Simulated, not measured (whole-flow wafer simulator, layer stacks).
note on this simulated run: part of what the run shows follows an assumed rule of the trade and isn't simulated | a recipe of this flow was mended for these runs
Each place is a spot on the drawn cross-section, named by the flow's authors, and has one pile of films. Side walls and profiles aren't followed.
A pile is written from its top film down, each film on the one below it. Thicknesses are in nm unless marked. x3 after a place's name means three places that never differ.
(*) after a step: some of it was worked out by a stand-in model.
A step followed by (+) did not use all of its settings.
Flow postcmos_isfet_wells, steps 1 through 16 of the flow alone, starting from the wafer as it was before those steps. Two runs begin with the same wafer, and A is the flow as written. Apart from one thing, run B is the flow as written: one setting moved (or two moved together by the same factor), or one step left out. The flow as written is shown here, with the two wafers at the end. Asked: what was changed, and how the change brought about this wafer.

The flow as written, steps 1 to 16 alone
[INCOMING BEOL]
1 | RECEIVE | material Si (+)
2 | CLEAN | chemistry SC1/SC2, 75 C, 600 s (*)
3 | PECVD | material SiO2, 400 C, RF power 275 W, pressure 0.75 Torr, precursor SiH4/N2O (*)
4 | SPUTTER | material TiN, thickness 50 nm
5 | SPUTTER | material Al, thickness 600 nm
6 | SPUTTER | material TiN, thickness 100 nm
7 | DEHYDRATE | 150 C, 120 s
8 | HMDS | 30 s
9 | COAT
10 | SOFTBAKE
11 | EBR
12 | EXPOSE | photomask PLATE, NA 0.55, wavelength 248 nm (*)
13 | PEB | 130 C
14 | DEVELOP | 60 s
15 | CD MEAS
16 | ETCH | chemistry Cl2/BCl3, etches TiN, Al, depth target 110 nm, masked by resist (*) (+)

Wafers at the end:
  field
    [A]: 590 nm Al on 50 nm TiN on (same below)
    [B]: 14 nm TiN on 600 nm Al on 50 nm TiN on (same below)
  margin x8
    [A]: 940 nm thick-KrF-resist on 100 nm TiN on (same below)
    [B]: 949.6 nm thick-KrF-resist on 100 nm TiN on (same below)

The reason: step 16, ETCH: depth target 86 nm was run, while the flow as written has depth target 110 nm.

The path from the change to this, step by step:
  16 | ETCH | chemistry Cl2/BCl3, etches TiN, Al, depth target 110 nm, masked by resist (*) (+)
      field: A TiN loses 100 (all of it), Al loses 10 | B TiN loses 86
      margin x8: A thick-KrF-resist loses 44 | B thick-KrF-resist loses 34.4
